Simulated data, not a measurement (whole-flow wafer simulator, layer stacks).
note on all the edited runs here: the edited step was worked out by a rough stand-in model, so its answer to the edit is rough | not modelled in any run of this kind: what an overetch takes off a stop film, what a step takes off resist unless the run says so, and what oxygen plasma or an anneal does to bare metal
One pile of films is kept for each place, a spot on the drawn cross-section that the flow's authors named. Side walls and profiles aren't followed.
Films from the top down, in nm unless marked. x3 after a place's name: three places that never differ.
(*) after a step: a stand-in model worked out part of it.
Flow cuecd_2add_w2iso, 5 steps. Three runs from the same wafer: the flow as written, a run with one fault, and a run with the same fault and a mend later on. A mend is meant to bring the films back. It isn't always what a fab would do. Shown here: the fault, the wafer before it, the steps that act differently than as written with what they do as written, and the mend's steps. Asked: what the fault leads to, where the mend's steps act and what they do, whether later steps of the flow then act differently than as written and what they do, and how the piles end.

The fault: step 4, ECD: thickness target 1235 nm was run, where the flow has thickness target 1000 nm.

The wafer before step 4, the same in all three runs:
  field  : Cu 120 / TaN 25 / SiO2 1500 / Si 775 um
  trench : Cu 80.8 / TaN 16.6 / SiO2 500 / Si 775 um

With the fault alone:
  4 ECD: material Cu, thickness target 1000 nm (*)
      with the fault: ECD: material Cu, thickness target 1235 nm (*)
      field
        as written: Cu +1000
        with the fault: Cu +1235
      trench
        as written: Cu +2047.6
        with the fault: Cu +2282.6
  No later step of the flow acts differently than as written at any place that is followed.
  At the end the piles differ from the flow's by more than 2% or 0.5 nm, whichever is larger, at field, trench.
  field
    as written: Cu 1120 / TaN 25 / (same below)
    with the fault: Cu 1355 / TaN 25 / (same below)
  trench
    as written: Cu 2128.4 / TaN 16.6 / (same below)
    with the fault: Cu 2363.4 / TaN 16.6 / (same below)

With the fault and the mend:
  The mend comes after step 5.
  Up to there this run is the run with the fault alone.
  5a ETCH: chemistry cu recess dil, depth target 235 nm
      field, trench
        Cu -235
  No later step of the flow acts differently than as written at any place that is followed.
  At the end the piles are the same as the flow's at every place that both follow.
